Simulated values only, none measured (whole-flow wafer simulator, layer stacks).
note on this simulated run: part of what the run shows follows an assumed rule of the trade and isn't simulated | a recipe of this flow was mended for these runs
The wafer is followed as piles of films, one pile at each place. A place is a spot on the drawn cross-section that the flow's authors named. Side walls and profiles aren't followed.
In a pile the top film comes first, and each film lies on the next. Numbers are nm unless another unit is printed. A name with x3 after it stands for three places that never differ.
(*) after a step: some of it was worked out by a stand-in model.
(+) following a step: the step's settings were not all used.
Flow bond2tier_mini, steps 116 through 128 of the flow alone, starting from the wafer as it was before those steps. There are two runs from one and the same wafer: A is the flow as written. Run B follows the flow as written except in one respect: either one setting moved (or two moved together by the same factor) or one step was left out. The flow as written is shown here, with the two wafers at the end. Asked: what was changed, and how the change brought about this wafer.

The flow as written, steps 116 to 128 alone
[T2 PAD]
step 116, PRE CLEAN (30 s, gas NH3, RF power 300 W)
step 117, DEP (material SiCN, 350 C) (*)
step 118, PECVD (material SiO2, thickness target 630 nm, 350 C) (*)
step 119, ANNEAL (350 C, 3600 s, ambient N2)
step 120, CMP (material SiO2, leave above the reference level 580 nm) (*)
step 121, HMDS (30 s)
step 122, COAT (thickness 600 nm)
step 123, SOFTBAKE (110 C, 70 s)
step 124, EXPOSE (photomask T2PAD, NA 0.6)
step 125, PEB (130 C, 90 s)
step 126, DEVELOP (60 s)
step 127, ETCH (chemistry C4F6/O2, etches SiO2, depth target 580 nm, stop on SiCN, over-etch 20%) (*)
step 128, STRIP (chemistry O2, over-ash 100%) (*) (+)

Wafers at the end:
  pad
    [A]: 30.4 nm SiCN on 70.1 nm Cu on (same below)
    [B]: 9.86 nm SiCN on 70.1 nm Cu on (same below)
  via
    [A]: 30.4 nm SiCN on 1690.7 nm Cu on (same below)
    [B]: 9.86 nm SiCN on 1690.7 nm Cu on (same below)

The reason: step 127, ETCH: depth target 681.7 nm was run, though the flow has depth target 580 nm.

How this came from the change, step by step:
  step 127, ETCH (chemistry C4F6/O2, etches SiO2, depth target 580 nm, stop on SiCN, over-etch 20%) (*)
      pad, via: A -580 SiO2 (all of it), -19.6 SiCN | B -580 SiO2 (all of it), -40.1 SiCN
      field: A -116 thick-KrF-resist | B -136.3 thick-KrF-resist
  step 128, STRIP (chemistry O2, over-ash 100%) (*) (+)
      field: A -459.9 thick-KrF-resist (all of it) | B -439.6 thick-KrF-resist (all of it)
